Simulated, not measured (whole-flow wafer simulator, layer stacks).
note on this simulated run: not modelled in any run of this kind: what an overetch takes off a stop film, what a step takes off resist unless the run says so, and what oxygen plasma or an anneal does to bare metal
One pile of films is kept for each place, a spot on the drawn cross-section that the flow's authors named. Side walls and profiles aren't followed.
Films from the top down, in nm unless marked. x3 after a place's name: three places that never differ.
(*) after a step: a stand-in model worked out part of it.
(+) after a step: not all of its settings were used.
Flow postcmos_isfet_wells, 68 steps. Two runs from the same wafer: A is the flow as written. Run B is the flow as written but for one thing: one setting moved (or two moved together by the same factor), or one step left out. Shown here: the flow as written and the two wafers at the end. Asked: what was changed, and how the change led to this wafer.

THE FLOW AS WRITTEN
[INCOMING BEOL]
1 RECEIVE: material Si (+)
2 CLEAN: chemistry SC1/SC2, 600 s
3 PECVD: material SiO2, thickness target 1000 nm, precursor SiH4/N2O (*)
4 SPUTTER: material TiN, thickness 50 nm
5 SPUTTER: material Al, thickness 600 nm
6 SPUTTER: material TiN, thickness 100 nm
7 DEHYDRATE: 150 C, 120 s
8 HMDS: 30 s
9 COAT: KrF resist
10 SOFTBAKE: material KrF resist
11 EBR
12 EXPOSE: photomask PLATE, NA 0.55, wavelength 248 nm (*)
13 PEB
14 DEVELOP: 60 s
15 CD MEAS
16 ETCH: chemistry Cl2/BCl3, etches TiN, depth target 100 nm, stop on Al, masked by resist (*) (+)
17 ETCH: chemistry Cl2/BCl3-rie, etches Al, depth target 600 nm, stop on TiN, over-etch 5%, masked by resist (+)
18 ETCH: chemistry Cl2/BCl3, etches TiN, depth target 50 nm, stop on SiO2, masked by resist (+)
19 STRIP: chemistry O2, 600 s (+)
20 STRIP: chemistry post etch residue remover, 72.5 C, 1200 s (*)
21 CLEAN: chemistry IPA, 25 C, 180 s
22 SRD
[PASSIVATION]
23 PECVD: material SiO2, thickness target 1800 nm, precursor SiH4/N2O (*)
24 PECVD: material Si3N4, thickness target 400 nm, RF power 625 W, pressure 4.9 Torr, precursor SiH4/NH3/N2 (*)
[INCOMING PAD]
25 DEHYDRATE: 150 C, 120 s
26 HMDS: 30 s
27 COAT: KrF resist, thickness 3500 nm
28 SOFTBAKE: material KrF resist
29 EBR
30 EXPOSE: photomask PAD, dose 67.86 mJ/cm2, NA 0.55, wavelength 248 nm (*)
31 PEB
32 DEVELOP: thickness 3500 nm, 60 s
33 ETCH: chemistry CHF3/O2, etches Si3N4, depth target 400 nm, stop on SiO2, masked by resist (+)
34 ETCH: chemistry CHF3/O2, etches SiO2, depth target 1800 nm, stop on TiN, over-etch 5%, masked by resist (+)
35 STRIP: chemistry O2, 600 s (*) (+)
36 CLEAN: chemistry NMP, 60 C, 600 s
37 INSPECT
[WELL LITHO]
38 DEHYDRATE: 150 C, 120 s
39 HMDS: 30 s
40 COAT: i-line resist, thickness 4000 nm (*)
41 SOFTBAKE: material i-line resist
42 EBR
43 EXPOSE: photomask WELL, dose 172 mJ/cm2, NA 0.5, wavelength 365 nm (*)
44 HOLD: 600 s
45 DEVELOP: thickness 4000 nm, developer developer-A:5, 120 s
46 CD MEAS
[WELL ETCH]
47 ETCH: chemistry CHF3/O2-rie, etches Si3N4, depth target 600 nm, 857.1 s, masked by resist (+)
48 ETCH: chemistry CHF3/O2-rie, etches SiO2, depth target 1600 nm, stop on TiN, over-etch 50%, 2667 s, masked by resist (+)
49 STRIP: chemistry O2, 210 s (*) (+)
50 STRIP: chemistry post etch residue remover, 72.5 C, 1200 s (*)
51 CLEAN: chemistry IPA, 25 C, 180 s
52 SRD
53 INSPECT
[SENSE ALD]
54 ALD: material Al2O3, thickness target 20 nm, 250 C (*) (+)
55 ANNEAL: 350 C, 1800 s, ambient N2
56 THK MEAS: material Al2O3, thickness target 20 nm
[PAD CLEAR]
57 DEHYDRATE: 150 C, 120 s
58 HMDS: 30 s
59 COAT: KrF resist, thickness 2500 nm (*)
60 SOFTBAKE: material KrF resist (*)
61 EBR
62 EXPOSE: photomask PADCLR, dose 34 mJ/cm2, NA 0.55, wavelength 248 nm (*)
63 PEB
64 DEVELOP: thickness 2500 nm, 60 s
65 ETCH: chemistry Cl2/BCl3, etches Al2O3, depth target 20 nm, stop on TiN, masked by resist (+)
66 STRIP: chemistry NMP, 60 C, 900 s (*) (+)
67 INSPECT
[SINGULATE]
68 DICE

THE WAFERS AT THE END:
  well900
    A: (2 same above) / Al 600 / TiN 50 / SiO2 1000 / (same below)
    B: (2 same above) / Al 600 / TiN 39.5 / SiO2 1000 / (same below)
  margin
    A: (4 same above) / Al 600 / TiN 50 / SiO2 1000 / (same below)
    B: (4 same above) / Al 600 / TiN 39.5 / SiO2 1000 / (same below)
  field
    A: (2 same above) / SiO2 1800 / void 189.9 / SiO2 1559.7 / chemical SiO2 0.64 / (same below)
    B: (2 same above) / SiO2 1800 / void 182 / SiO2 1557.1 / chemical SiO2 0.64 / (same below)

The cause: step 4, SPUTTER: thickness 39.5 nm was run, where the flow has thickness 50 nm; step 18, ETCH: depth target 39.5 nm was run, where the flow has depth target 50 nm.
It can be read off the wafer: well900 has TiN 39.5, and step 4 as written asks for 50 nm.

How the change led to this, step by step:
  4 SPUTTER: material TiN, thickness 50 nm
      field, margin, well900 and 6 more: A TiN +50 (new film) | B TiN +39.5 (new film)
  18 ETCH: chemistry Cl2/BCl3, etches TiN, depth target 50 nm, stop on SiO2, masked by resist (+)
      margin, well900, well1300, well2000, well3000, pad_rim, pad_clr, pad_open: A KrF resist -20 | B KrF resist -15.8
      field: A TiN -50 (all of it) | B TiN -39.5 (all of it)
  23 PECVD: material SiO2, thickness target 1800 nm, precursor SiH4/N2O (*)
      field: A SiO2 +1800 (new film), void +189.9 (new film), SiO2 +559.7 | B SiO2 +1800 (new film), void +182 (new film), SiO2 +557.1
